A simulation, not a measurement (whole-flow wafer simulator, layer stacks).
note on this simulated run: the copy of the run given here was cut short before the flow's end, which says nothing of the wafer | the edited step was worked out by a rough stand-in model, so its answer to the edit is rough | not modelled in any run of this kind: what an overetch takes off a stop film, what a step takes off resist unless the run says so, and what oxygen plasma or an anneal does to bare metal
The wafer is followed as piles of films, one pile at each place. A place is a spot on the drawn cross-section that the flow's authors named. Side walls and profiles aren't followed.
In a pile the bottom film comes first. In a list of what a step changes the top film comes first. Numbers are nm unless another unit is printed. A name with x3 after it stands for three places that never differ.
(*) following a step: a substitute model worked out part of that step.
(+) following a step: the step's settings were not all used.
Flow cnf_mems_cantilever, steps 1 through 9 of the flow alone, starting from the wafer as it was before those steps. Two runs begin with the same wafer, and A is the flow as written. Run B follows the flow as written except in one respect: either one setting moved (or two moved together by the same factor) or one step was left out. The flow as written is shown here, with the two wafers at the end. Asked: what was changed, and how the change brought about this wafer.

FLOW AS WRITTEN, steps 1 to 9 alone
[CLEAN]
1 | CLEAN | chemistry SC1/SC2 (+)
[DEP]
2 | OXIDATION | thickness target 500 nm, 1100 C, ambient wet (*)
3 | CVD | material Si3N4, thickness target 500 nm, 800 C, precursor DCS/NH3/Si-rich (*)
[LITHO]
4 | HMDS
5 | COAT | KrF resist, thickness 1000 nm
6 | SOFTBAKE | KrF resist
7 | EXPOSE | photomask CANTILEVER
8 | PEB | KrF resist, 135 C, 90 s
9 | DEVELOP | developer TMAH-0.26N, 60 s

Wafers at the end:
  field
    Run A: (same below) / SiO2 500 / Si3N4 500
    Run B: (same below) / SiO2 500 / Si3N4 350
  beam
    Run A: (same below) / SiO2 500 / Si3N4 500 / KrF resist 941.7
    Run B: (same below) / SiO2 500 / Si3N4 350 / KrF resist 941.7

Cause: step 3, CVD: thickness target 350 nm was run, though the flow has thickness target 500 nm.
One can read it off the wafer: field has Si3N4 350, and step 3 as written asks for 500 nm.

How this came from the change, step by step:
  3 | CVD | material Si3N4, thickness target 500 nm, 800 C, precursor DCS/NH3/Si-rich (*)
      field, beam: A +500 Si3N4 (new film) | B +350 Si3N4 (new film)
